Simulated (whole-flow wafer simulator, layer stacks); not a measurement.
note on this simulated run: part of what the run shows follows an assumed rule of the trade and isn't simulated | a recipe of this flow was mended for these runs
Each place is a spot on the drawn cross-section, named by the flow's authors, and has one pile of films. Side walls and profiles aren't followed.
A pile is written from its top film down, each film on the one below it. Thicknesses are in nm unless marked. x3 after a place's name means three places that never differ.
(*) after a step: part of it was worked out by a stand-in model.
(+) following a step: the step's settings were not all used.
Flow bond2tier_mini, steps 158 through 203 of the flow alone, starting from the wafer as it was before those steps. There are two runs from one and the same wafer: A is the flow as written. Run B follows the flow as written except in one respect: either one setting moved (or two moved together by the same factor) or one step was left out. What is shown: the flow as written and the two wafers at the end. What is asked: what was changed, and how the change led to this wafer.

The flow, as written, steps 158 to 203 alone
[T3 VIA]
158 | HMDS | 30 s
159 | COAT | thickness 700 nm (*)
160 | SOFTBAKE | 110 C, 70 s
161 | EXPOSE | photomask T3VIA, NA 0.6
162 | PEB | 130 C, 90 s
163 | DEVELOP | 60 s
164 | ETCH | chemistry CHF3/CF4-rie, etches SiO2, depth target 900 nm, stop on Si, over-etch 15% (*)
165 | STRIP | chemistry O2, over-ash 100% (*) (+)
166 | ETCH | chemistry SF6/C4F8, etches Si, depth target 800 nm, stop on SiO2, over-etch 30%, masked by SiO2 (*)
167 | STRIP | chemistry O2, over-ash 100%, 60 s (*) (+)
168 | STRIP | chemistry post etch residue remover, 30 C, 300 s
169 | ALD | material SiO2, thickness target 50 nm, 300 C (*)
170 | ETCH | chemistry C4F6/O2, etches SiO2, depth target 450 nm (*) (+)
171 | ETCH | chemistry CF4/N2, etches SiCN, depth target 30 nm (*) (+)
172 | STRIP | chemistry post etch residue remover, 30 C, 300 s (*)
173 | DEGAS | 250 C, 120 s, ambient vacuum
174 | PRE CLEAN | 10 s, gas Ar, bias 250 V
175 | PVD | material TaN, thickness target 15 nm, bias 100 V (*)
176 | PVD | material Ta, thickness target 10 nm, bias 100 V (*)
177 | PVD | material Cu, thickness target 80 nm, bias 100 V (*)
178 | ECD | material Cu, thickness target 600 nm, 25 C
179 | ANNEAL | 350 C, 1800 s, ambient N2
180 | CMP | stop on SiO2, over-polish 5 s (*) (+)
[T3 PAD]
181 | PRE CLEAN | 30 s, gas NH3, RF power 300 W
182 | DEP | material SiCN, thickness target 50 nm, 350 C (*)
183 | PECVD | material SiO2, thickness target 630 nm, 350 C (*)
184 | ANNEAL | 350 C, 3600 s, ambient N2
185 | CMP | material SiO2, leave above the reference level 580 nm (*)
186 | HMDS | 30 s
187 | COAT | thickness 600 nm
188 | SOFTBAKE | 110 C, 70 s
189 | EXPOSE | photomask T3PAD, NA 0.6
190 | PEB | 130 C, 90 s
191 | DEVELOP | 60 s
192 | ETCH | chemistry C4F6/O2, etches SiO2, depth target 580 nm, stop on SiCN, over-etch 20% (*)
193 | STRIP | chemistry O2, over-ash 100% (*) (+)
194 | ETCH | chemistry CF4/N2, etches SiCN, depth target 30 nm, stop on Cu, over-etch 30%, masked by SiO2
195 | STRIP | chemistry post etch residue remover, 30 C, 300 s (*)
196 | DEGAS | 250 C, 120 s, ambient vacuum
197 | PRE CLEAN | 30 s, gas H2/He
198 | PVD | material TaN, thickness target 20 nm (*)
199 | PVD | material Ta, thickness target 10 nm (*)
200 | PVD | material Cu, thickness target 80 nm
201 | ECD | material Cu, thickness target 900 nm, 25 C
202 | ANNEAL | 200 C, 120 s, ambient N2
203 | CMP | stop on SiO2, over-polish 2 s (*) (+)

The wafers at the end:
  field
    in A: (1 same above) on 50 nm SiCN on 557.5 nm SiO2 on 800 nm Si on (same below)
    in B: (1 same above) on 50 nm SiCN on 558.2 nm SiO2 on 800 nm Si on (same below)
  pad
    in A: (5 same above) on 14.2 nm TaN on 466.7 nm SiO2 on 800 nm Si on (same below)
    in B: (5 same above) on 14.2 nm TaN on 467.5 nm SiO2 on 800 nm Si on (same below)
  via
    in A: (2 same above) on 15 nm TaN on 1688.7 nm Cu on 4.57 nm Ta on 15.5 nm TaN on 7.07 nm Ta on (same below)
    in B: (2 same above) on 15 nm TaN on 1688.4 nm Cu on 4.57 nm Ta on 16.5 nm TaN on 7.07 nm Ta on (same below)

What caused this: step 174, PRE CLEAN: bias 175 V was run, while the flow as written has bias 250 V.

The path from the change to this, step by step:
  174 | PRE CLEAN | 10 s, gas Ar, bias 250 V
      field, pad: A -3 SiO2 | B -2.3 SiO2
      via: A -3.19 TaN | B -2.19 TaN
